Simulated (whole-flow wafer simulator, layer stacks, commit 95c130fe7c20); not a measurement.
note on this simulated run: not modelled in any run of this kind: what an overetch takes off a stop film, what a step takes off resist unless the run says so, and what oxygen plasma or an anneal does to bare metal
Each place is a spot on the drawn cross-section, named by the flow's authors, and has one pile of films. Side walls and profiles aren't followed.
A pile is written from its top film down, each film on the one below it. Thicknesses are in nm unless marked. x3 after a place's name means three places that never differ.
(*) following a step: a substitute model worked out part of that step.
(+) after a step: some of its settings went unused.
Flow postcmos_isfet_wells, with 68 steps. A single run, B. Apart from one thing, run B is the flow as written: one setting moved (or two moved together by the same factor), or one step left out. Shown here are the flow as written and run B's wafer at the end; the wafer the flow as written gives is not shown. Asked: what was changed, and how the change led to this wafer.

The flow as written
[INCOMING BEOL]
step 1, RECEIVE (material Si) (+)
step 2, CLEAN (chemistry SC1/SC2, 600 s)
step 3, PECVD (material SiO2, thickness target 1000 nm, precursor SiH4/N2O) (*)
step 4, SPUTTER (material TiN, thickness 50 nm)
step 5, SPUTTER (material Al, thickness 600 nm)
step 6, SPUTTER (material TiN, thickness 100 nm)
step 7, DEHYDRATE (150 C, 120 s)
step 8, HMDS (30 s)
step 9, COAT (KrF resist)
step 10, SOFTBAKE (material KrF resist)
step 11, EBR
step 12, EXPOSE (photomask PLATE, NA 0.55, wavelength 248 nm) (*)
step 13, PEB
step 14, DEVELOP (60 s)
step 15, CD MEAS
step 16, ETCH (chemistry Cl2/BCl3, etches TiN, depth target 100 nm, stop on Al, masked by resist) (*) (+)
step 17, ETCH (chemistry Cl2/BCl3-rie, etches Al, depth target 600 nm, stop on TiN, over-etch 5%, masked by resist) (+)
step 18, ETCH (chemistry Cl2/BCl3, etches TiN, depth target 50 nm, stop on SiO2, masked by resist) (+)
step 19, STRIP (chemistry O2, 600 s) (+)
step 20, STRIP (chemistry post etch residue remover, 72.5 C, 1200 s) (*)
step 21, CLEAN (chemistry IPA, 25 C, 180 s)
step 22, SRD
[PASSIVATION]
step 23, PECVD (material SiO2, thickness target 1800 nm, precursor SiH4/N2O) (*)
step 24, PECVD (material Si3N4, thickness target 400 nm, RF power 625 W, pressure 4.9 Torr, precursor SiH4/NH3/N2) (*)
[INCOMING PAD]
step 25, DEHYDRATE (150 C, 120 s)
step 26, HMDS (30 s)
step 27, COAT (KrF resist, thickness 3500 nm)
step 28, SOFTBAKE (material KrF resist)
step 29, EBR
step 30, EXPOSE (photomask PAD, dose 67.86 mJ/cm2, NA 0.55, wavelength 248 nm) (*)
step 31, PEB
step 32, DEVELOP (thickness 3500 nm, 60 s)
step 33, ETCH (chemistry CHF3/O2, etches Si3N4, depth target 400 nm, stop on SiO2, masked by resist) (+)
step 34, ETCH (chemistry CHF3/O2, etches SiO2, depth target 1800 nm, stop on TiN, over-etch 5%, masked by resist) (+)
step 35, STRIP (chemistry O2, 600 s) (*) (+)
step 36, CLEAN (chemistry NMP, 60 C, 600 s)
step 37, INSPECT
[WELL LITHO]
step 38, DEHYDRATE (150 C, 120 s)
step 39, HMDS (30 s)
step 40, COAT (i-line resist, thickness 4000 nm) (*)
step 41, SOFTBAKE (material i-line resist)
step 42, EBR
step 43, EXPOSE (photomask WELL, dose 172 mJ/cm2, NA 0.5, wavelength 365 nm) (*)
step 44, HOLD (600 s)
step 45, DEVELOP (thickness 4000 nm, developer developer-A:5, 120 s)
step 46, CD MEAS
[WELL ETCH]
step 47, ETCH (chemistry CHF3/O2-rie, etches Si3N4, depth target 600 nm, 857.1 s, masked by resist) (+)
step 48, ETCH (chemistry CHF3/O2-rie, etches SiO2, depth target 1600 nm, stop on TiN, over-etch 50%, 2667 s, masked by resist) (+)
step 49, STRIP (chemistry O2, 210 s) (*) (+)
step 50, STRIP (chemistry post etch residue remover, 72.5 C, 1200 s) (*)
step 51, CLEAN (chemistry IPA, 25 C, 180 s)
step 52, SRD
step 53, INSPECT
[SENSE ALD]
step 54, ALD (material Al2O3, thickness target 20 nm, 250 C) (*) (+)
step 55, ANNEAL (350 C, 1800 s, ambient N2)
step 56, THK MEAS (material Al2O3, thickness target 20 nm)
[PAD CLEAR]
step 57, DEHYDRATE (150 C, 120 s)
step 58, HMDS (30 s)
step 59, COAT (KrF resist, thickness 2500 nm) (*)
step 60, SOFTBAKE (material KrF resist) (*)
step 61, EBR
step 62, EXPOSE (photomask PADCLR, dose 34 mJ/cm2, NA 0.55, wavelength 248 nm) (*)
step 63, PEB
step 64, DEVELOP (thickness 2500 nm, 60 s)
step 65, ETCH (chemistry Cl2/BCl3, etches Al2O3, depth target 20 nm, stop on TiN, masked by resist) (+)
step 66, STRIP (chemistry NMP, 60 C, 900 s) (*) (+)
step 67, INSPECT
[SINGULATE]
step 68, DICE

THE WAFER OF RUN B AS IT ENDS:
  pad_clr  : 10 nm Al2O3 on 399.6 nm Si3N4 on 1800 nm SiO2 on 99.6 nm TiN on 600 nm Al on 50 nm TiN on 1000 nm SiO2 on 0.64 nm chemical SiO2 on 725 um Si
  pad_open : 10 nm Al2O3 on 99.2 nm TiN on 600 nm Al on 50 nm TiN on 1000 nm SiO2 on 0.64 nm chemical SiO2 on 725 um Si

Cause: step 65, ETCH: depth target 10 nm was run, whereas the flow has depth target 20 nm.

Step by step, how the change led to this:
  step 65, ETCH (chemistry Cl2/BCl3, etches Al2O3, depth target 20 nm, stop on TiN, masked by resist) (+)
      pad_clr, pad_open: -10 Al2O3 (it would be, as written: -20 Al2O3 (all of it))
      field, margin, pad_rim: -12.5 KrF resist (it would be, as written: -25 KrF resist)
